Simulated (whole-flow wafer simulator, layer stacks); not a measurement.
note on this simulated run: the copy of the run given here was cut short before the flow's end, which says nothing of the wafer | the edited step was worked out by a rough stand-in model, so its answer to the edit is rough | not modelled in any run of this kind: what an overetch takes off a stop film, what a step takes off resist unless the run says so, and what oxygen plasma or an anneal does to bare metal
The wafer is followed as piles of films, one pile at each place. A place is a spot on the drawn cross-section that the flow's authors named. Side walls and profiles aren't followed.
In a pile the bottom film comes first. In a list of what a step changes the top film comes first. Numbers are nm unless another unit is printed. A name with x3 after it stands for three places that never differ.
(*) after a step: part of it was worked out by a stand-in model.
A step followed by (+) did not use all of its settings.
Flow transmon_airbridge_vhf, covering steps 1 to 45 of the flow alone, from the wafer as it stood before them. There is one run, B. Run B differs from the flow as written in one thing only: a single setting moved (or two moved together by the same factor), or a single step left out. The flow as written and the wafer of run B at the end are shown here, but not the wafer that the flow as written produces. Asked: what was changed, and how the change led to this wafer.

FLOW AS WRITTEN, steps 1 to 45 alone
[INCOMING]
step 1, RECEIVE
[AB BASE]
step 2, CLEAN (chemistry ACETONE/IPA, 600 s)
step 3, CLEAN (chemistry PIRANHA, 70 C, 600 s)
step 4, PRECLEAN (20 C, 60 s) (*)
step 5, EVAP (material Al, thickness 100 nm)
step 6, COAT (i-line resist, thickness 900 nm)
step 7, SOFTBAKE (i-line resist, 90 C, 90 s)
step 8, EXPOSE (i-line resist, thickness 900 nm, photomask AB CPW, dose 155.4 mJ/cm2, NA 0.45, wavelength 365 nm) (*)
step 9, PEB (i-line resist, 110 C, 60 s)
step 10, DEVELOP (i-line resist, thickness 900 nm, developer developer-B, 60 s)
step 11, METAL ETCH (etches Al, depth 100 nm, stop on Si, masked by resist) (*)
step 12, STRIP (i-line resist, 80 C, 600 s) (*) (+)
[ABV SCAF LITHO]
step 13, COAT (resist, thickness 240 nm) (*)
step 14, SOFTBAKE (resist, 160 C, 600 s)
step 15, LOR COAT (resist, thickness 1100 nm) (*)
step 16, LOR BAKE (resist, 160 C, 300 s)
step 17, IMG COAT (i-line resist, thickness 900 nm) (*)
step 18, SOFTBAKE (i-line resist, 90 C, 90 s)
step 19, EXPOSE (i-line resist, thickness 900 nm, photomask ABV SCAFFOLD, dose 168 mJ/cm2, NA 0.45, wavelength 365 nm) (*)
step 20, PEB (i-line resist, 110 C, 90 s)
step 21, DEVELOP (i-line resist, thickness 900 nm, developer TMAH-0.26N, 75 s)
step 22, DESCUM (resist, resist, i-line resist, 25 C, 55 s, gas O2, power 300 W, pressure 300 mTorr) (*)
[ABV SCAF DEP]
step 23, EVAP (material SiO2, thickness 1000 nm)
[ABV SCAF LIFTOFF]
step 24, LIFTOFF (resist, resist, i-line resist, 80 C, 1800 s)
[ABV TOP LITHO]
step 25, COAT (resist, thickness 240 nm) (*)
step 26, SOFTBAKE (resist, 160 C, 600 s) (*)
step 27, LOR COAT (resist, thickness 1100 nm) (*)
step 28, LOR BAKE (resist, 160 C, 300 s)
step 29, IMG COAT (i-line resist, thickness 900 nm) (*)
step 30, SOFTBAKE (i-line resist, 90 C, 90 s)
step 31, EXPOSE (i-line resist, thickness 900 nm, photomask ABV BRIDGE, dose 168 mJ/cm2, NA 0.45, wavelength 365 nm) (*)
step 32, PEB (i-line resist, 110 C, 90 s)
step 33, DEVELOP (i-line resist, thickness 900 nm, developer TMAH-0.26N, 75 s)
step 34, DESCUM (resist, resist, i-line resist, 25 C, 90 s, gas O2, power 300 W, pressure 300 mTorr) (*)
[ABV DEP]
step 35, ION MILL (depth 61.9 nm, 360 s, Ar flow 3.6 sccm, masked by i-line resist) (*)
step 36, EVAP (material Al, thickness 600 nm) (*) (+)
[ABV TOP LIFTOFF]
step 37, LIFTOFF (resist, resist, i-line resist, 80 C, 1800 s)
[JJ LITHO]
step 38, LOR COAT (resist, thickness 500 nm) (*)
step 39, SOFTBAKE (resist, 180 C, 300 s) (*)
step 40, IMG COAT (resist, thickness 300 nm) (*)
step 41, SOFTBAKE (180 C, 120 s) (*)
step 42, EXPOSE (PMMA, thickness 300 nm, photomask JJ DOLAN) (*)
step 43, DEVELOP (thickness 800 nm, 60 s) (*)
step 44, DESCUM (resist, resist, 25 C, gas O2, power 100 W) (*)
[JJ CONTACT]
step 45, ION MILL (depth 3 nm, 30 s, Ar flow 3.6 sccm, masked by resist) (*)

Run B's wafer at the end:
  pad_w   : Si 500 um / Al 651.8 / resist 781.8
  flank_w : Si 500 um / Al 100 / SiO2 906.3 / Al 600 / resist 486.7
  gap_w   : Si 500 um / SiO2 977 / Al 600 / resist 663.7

What caused this: step 35, ION MILL: depth 39.6 nm was run, while the flow as written has depth 61.9 nm; step 35, ION MILL: 230 s was run, where the flow has 360 s.

The path from the change to this, step by step:
  step 35, ION MILL (depth 61.9 nm, 360 s, Ar flow 3.6 sccm, masked by i-line resist) (*)
      field x3, jj_line, ground_far, trace_open_s x2, margin_s, margin_n: i-line resist loses 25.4 (as written it would have been: i-line resist loses 39.7)
      flank_w, gap_w, cpw_trace, gap_e, flank_e, bridge_strip: SiO2 loses 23 (as written it would have been: SiO2 loses 36)
      (also at 2 further places)
  step 37, LIFTOFF (resist, resist, i-line resist, 80 C, 1800 s)
      field x3, jj_line, trace_open_s x2: Al loses 600 (all of it), i-line resist loses 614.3 (all of it), resist loses 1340 (all of it) (as written it would have been: Al loses 600 (all of it), i-line resist loses 600 (all of it), resist loses 1340 (all of it))
      margin_s, margin_n: Al loses 600 (all of it), i-line resist loses 332.6 (all of it), resist loses 992 (all of it) (as written it would have been: Al loses 600 (all of it), i-line resist loses 318.3 (all of it), resist loses 992 (all of it))
